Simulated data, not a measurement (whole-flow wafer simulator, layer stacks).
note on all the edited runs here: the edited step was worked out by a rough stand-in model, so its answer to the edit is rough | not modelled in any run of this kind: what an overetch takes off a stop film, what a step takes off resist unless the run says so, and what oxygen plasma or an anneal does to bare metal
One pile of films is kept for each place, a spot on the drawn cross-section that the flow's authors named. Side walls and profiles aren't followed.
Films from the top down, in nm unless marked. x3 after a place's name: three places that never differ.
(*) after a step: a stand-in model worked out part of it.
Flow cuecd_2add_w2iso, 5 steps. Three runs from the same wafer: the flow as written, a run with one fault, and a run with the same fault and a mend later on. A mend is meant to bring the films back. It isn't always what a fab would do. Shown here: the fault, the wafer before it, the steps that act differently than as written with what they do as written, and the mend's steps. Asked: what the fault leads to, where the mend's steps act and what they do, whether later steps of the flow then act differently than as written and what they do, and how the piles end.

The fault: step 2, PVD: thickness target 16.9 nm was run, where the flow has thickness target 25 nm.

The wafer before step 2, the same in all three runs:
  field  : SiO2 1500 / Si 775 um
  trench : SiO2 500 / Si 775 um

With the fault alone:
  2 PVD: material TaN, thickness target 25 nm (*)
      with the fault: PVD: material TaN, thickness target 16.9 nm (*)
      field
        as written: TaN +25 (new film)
        with the fault: TaN +16.9 (new film)
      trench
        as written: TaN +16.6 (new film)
        with the fault: TaN +11.2 (new film)
  No later step of the flow acts differently than as written, at any place that is followed, by more than 2% or 0.5 nm, whichever is larger.
  At the end the piles differ from the flow's by more than 2% or 0.5 nm, whichever is larger, at field, trench.
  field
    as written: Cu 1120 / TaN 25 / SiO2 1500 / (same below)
    with the fault: Cu 1120 / TaN 16.9 / SiO2 1500 / (same below)
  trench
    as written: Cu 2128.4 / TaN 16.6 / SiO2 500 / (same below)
    with the fault: Cu 2125.7 / TaN 11.2 / SiO2 500 / (same below)

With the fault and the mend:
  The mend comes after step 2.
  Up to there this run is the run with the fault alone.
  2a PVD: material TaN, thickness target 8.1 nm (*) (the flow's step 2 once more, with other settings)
      field
        TaN +8.1
      trench
        TaN +5.35
  No later step of the flow acts differently than as written at any place that is followed.
  At the end the piles are the same as the flow's at every place that both follow.
